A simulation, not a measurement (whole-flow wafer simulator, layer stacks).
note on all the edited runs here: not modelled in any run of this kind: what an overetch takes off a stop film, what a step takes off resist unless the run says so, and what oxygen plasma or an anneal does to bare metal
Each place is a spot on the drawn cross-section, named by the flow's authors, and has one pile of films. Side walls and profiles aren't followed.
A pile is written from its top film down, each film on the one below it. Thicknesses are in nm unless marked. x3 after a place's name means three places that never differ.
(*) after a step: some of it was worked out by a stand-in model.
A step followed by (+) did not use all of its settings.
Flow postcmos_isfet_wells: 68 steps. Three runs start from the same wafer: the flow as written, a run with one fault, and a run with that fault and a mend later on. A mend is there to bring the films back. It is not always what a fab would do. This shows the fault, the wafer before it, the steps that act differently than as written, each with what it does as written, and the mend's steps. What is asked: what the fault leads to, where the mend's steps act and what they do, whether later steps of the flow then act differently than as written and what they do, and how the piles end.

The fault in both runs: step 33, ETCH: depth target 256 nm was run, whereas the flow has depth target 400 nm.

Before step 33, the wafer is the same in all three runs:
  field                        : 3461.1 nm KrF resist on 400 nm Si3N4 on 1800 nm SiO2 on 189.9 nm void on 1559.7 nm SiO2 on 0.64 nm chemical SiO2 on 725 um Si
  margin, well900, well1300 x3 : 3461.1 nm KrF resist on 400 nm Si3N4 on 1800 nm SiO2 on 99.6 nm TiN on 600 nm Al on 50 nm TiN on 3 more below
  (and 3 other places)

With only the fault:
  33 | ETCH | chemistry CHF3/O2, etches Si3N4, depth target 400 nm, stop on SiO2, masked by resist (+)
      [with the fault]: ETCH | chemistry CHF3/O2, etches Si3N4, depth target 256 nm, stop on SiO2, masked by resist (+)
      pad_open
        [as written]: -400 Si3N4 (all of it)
        [with the fault]: -256 Si3N4
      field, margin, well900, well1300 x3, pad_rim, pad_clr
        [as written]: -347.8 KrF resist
        [with the fault]: -222.6 KrF resist
  Steps later in the flow that act otherwise than as written (not shown: 5 more steps that differ only slightly, by at most 2% or 0.5 nm, whichever is larger):
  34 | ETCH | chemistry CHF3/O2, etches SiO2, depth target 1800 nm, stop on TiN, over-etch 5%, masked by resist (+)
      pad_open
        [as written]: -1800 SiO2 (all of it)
        [with the fault]: -144 Si3N4 (all of it), -1648.8 SiO2
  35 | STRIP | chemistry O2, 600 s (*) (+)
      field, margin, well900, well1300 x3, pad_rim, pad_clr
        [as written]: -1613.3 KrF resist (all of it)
        [with the fault]: -1738.5 KrF resist (all of it)
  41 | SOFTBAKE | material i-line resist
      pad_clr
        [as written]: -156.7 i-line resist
        [with the fault]: -141.6 i-line resist
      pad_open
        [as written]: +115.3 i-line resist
        [with the fault]: +108.6 i-line resist
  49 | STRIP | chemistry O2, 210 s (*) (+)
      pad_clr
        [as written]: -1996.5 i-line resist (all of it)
        [with the fault]: -2058.7 i-line resist (all of it)
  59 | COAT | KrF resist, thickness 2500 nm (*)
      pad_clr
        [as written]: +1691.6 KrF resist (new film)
        [with the fault]: +1742.4 KrF resist (new film)
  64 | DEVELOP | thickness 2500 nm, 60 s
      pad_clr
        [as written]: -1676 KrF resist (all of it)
        [with the fault]: -1726.6 KrF resist (all of it)
  At pad_open, the piles at the end differ from the flow's by more than 2% or 0.5 nm, whichever is larger.
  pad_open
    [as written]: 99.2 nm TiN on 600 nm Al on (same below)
    [with the fault]: 151.2 nm SiO2 on 99.6 nm TiN on 600 nm Al on (same below)

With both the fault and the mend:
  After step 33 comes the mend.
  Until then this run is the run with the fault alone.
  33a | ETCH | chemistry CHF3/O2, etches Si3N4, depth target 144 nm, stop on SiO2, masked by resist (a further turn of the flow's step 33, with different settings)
      field, margin, well900, well1300 x3, pad_rim, pad_clr
        -125.2 KrF resist
      pad_open
        -144 Si3N4 (all of it)
  Later steps of the flow that are run all act as written at every place that is followed.
  At every place that both follow, the piles at the end match the flow's.
